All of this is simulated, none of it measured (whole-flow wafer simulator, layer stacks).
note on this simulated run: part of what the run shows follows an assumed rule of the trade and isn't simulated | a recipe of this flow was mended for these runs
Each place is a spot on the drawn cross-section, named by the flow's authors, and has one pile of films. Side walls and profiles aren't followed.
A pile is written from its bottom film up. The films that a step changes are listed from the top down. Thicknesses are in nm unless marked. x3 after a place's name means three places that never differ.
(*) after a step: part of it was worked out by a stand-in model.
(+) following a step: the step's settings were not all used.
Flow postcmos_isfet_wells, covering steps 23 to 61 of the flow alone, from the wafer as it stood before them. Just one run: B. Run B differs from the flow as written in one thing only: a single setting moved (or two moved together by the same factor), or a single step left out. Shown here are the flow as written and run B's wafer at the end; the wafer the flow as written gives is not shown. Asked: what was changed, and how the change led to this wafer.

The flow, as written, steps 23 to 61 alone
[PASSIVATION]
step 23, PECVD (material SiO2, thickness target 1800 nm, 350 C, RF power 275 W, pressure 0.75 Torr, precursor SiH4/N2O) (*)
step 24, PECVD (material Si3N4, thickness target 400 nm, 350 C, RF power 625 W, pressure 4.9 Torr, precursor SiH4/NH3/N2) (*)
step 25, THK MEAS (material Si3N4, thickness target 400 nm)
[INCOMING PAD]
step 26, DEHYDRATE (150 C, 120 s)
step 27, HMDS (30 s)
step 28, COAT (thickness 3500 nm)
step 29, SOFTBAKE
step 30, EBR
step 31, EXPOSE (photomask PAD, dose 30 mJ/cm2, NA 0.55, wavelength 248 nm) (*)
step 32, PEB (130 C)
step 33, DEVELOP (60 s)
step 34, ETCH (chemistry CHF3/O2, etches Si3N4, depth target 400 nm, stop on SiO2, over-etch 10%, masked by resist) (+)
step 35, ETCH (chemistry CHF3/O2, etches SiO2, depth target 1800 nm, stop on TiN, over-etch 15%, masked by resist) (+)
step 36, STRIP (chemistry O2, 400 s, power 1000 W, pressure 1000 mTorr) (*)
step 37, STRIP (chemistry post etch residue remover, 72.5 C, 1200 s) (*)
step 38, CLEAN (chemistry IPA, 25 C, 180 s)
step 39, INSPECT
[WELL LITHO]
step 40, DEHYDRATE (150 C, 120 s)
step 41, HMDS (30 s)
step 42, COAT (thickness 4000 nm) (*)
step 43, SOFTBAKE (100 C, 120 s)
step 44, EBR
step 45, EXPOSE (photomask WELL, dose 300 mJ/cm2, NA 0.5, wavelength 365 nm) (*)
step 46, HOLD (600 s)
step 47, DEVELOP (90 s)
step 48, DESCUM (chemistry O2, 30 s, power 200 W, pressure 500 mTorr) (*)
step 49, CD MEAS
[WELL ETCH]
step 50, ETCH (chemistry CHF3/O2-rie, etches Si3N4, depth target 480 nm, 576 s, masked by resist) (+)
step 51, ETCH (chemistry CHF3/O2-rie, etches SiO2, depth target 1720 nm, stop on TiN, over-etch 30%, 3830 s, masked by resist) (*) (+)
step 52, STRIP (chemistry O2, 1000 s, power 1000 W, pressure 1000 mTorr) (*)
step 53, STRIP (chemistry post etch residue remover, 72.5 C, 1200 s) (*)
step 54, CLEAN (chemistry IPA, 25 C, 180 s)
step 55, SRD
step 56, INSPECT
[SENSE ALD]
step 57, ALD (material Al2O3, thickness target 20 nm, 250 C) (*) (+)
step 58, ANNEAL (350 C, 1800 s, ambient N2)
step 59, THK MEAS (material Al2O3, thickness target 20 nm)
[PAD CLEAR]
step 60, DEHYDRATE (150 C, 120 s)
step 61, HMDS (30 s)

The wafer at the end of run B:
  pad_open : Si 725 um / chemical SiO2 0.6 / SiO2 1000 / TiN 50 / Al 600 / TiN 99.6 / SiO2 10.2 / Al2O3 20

Cause: step 35, ETCH: depth target 1539 nm was run, though the flow has depth target 1800 nm.

How this came from the change, step by step:
  step 35, ETCH (chemistry CHF3/O2, etches SiO2, depth target 1800 nm, stop on TiN, over-etch 15%, masked by resist) (+)
      pad_open: SiO2 loses 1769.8 (it would be, as written: SiO2 loses 1780 (all of it), TiN loses 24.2)
      field, margin x2, well900 x4, pad_clr: thick-KrF-resist loses 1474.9 (it would be, as written: thick-KrF-resist loses 1705.8)
  step 36, STRIP (chemistry O2, 400 s, power 1000 W, pressure 1000 mTorr) (*)
      field, margin x2, well900 x4, pad_clr: thick-KrF-resist loses 1613.5 (all of it) (it would be, as written: thick-KrF-resist loses 1382.5 (all of it))
  step 43, SOFTBAKE (100 C, 120 s)
      pad_clr: thick-g/i-line-resist loses 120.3 (it would be, as written: thick-g/i-line-resist loses 123)
